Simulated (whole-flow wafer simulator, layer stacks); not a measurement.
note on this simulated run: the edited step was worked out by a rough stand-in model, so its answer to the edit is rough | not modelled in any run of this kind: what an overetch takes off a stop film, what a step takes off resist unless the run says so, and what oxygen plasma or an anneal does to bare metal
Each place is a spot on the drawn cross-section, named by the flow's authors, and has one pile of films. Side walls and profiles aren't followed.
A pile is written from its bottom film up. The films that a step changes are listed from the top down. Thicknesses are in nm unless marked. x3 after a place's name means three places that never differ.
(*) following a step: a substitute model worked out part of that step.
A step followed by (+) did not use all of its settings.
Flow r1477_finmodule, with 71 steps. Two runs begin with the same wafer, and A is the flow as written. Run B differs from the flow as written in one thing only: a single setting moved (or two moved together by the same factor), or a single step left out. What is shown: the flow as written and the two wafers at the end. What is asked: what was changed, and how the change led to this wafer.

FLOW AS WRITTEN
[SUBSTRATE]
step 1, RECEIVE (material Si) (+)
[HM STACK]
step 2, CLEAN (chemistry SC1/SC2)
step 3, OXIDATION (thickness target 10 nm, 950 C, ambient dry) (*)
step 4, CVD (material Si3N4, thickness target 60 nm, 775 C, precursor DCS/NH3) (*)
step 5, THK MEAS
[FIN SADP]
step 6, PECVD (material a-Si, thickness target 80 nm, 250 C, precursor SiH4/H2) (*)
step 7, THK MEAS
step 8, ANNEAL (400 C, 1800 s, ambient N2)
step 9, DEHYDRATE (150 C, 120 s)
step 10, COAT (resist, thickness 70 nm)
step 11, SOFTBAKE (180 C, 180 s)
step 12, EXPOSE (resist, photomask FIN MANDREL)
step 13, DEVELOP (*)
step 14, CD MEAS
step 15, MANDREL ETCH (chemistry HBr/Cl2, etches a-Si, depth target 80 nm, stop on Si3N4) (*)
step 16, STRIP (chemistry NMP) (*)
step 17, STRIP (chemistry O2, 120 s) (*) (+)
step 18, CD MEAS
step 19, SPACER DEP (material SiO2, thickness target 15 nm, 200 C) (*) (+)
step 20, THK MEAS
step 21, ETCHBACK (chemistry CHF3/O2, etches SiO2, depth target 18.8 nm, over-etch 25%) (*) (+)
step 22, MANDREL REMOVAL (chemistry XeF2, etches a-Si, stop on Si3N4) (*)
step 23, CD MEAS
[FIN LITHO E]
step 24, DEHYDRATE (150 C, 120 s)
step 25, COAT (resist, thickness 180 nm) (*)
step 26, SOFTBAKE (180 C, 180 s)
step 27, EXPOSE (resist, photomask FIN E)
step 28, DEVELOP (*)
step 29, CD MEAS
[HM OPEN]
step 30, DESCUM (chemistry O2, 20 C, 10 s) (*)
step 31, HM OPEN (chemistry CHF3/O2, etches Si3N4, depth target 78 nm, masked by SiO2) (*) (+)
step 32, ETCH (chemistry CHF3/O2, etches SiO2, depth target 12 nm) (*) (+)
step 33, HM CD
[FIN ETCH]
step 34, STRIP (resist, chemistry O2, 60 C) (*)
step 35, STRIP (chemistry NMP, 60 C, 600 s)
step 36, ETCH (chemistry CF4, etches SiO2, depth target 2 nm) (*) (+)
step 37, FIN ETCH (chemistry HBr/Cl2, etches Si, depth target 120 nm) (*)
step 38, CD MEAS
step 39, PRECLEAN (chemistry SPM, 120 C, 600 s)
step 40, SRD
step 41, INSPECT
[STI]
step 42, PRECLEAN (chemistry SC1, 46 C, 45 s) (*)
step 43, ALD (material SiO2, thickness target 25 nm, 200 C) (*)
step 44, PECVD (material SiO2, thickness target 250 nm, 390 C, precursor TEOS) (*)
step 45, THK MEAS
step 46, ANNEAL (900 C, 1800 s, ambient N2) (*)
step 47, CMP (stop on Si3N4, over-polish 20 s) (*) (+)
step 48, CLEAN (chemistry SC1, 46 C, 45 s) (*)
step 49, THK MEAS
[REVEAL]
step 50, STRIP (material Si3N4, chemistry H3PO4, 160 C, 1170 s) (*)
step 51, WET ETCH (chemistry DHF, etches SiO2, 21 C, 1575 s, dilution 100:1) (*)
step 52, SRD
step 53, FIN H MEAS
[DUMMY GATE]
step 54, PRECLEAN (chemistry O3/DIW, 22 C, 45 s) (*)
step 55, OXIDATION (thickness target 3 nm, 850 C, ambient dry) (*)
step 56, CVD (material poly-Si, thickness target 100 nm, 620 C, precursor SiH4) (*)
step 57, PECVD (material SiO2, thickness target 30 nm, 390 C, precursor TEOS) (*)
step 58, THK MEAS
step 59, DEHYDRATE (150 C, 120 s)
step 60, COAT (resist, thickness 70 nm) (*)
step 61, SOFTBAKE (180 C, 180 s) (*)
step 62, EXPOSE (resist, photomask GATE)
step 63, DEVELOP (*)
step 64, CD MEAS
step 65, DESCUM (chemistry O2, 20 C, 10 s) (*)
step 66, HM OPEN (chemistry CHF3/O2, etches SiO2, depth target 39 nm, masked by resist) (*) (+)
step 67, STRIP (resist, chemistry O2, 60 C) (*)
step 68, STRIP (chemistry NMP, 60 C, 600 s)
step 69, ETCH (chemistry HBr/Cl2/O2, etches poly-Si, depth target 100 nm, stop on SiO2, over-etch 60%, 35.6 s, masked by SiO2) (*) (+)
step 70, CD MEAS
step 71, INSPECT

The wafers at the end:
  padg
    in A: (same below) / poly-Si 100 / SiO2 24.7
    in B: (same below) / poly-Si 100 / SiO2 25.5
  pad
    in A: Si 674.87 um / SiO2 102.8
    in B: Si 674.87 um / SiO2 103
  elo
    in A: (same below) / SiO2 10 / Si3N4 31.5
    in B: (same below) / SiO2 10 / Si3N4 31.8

What caused this: step 69, ETCH: depth target 85 nm was run, while the flow as written has depth target 100 nm.

Step by step, how the change led to this:
  step 69, ETCH (chemistry HBr/Cl2/O2, etches poly-Si, depth target 100 nm, stop on SiO2, over-etch 60%, 35.6 s, masked by SiO2) (*) (+)
      padg, elg, esg and 15 more: A -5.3 SiO2 | B -4.5 SiO2
